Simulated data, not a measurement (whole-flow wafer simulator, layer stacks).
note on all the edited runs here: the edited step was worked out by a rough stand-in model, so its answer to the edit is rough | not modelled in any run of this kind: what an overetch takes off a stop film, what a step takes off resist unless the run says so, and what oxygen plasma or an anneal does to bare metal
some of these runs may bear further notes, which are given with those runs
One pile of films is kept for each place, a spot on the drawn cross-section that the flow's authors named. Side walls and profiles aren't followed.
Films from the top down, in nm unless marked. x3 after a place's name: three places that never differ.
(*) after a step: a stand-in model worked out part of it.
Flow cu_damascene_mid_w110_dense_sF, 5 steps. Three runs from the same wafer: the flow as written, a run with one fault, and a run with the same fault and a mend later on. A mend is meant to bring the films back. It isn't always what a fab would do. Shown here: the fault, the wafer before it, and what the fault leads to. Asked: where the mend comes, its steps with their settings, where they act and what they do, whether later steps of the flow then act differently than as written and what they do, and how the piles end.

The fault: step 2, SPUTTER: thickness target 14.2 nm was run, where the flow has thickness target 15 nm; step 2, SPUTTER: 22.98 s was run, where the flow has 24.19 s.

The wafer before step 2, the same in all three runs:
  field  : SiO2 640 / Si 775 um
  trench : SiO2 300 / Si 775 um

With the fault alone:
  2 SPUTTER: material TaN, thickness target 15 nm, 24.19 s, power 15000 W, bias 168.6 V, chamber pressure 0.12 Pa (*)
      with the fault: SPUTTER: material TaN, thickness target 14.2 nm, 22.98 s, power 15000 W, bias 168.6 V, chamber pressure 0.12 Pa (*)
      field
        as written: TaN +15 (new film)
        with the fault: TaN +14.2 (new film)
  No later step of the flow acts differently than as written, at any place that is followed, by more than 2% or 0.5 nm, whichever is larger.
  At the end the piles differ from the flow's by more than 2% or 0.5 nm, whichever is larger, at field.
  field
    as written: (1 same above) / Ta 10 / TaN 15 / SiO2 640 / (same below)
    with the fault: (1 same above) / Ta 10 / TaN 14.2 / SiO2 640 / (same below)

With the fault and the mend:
  The mend comes after step 2.
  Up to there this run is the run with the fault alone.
  2a SPUTTER: material TaN, thickness target 0.8 nm, 1.29 s, power 15000 W, bias 168.6 V, chamber pressure 0.12 Pa (*) (the flow's step 2 once more, with other settings)
      field
        TaN +0.8
      trench
        TaN +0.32
  No later step of the flow acts differently than as written at any place that is followed.
  At the end the piles differ from the flow's only slightly at the places that both follow, by at most 2% or 0.5 nm, whichever is larger.
